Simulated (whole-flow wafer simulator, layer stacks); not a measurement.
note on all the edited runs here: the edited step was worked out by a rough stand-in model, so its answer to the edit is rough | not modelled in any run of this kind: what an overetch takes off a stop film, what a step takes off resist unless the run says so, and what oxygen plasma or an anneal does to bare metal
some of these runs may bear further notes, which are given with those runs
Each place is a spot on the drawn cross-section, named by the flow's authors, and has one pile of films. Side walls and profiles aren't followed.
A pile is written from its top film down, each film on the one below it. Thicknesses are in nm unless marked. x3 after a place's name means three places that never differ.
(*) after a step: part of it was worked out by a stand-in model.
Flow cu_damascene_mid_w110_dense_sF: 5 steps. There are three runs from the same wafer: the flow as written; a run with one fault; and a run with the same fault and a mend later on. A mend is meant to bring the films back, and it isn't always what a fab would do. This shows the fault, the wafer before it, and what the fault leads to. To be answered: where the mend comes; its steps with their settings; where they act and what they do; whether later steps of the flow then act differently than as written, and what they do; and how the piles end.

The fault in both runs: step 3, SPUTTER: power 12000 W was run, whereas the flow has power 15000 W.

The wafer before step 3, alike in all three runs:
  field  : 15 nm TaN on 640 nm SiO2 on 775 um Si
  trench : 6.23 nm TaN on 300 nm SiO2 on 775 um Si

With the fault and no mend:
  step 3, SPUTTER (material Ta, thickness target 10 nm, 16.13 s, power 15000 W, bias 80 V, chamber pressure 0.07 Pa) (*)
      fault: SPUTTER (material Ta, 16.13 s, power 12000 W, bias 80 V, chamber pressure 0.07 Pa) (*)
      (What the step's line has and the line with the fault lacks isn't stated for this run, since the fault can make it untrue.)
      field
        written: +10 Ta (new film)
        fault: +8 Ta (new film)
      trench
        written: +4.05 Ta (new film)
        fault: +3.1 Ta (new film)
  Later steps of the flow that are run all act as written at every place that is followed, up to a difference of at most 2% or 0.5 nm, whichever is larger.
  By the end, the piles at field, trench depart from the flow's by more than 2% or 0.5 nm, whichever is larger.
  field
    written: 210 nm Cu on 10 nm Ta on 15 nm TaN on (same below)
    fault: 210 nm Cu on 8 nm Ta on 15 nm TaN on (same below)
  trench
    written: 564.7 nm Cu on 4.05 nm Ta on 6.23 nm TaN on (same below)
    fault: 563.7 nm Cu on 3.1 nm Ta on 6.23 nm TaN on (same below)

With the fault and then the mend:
  The mend stands after step 3.
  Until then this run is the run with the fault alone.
  step 3a, SPUTTER (material Ta, 3.301 s, power 15000 W, bias 80 V, chamber pressure 0.07 Pa) (*) (a further turn of the flow's step 3, with different settings)
      field
        +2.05 Ta
      trench
        +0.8 Ta
  Later steps of the flow that are run all act as written at every place that is followed, up to a difference of at most 2% or 0.5 nm, whichever is larger.
  When the end is reached, the piles differ only a little from the flow's at the places that both follow, at most by 2% or 0.5 nm, whichever is larger.
